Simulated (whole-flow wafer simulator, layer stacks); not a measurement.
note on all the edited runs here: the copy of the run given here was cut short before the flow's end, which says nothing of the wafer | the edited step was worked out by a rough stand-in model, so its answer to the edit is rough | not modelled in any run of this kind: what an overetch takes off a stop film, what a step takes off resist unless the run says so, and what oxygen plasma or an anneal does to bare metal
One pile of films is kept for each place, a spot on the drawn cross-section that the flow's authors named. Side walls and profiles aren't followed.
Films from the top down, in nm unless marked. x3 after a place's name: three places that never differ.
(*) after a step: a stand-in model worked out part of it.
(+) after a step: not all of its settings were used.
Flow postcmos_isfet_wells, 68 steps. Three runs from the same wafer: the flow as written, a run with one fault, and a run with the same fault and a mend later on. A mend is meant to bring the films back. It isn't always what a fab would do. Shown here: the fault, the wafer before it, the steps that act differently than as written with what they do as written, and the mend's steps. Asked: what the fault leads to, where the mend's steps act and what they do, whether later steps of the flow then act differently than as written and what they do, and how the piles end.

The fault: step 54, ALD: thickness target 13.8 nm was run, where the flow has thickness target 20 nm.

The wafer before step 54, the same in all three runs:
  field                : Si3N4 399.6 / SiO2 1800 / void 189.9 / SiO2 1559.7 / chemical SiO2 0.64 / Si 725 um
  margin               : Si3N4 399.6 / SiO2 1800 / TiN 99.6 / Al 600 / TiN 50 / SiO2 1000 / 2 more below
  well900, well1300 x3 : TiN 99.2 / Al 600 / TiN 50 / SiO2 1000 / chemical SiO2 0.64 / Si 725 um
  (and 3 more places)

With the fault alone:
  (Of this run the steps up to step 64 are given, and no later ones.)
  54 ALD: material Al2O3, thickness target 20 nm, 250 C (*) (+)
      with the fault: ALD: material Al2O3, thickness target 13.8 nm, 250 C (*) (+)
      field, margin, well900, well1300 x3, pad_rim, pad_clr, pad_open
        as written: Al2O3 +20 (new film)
        with the fault: Al2O3 +13.8 (new film)
  No later step of the flow up to step 64 acts differently than as written, at any place that is followed, by more than 2% or 0.5 nm, whichever is larger.
  After step 64 the piles differ from the flow's by more than 2% or 0.5 nm, whichever is larger, at field, margin, pad_rim, pad_clr, pad_open.
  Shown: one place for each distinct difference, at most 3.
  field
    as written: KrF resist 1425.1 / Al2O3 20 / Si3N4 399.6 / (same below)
    with the fault: KrF resist 1410.1 / Al2O3 13.8 / Si3N4 399.6 / (same below)
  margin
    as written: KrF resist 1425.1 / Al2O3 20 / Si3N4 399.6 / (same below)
    with the fault: KrF resist 1410 / Al2O3 13.8 / Si3N4 399.6 / (same below)
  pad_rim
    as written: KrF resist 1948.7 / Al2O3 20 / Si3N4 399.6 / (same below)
    with the fault: KrF resist 1948.1 / Al2O3 13.8 / Si3N4 399.6 / (same below)

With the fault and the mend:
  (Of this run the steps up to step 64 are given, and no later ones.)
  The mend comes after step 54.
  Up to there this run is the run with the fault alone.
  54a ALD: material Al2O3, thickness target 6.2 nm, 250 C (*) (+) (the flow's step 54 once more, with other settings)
      field, margin, well900, well1300 x3, pad_rim, pad_clr, pad_open
        Al2O3 +6.2
  No later step of the flow up to step 64 acts differently than as written at any place that is followed.
  After step 64 the piles are the same as the flow's at every place that both follow.
